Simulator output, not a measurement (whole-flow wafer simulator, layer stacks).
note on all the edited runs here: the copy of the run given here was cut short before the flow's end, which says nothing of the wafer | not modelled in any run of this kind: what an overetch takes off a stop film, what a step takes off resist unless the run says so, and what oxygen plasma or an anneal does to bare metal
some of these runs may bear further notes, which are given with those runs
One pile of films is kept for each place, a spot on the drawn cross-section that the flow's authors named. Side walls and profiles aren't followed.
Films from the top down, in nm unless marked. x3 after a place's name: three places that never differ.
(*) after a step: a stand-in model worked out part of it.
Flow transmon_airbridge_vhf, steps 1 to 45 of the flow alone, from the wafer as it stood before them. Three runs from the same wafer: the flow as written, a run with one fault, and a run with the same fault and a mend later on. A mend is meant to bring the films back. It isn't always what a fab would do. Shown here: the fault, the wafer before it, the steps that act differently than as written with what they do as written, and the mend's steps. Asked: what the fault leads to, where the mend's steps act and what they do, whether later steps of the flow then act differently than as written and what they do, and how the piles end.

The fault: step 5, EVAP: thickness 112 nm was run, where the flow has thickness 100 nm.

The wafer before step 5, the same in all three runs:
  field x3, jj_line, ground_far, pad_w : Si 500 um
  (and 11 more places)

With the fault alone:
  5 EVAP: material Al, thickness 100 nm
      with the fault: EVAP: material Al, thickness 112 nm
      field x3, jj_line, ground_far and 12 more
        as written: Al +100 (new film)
        with the fault: Al +112 (new film)
  Later steps of the flow that act differently than as written:
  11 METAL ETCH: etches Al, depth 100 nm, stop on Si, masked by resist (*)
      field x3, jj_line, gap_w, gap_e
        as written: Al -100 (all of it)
        with the fault: Al -100
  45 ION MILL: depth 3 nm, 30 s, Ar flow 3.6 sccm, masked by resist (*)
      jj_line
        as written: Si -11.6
        with the fault: Al -12 (all of it), Si -4.87
  At the end the piles differ from the flow's by more than 2% or 0.5 nm, whichever is larger, at field x3, ground_far, flank_w and 9 more.
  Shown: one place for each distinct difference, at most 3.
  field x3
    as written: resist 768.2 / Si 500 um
    with the fault: resist 768.2 / Al 12 / Si 500 um
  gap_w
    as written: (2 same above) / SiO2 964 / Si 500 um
    with the fault: (2 same above) / SiO2 964 / Al 12 / Si 500 um
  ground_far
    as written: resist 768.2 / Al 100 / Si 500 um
    with the fault: resist 768.2 / Al 112 / Si 500 um

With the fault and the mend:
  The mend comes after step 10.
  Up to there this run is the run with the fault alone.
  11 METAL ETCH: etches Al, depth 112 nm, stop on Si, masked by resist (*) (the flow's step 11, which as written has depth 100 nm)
      ground_far, pad_w, flank_w and 8 more
        i-line resist -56
      field x3, jj_line, gap_w, gap_e
        Al -112 (all of it)
  No later step of the flow acts differently than as written, at any place that is followed, by more than 2% or 0.5 nm, whichever is larger.
  At the end the piles differ from the flow's by more than 2% or 0.5 nm, whichever is larger, at ground_far, flank_w, cpw_trace, flank_e, trace_open_s x2, margin_s, bridge_strip, margin_n.
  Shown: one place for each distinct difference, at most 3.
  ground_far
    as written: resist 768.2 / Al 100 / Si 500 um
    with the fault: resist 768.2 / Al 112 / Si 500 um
    with the mend: resist 768.2 / Al 112 / Si 500 um
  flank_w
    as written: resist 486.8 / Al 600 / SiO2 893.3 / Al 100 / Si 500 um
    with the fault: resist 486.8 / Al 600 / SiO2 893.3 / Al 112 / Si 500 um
    with the mend: resist 483.9 / Al 600 / SiO2 893.4 / Al 112 / Si 500 um
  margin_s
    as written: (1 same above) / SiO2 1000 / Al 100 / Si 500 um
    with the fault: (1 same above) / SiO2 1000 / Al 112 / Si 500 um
    with the mend: (1 same above) / SiO2 1000 / Al 112 / Si 500 um
